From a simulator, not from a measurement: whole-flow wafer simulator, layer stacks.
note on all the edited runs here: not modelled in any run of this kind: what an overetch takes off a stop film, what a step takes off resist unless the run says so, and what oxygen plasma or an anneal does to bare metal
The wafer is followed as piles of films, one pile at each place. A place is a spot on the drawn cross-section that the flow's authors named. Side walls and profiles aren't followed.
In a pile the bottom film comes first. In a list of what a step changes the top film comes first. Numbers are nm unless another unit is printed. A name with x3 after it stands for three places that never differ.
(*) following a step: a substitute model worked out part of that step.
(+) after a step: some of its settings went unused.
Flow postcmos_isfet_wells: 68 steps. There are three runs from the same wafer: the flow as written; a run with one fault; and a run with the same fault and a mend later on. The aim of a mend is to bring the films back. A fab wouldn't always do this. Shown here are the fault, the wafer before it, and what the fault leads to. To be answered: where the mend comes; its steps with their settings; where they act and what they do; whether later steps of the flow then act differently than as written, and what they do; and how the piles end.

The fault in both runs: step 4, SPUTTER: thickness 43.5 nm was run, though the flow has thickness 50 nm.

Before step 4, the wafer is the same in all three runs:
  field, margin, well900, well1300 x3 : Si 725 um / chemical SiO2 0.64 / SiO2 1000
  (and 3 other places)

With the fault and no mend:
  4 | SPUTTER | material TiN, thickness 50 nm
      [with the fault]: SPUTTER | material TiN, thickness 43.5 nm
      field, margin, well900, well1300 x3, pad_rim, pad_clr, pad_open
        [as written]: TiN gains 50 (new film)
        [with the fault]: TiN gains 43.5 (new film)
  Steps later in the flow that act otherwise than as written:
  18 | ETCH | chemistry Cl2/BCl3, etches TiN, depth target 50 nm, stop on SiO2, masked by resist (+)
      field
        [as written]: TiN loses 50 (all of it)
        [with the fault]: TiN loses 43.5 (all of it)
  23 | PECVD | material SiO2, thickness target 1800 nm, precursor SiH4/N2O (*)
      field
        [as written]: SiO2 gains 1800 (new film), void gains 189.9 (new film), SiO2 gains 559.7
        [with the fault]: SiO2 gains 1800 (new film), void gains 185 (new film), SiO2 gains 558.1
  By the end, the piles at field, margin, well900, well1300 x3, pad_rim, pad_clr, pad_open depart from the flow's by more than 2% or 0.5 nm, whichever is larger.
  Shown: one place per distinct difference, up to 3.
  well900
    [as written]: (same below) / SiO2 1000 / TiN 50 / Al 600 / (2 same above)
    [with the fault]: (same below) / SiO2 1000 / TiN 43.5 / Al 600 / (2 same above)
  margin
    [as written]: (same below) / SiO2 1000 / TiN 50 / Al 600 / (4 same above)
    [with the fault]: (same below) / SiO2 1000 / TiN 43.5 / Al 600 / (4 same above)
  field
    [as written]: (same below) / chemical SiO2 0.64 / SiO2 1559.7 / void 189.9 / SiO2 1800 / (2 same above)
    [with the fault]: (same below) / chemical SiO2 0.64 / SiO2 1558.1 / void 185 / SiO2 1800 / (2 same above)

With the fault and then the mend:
  The mend stands after step 4.
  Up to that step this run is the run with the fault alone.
  4a | SPUTTER | material TiN, thickness 6.5 nm (the flow's step 4 again, with other settings)
      field, margin, well900, well1300 x3, pad_rim, pad_clr, pad_open
        TiN gains 6.5
  None of the later steps of the flow acts differently than as written at any place that is followed.
  By the end, the piles equal the flow's at every place that both follow.
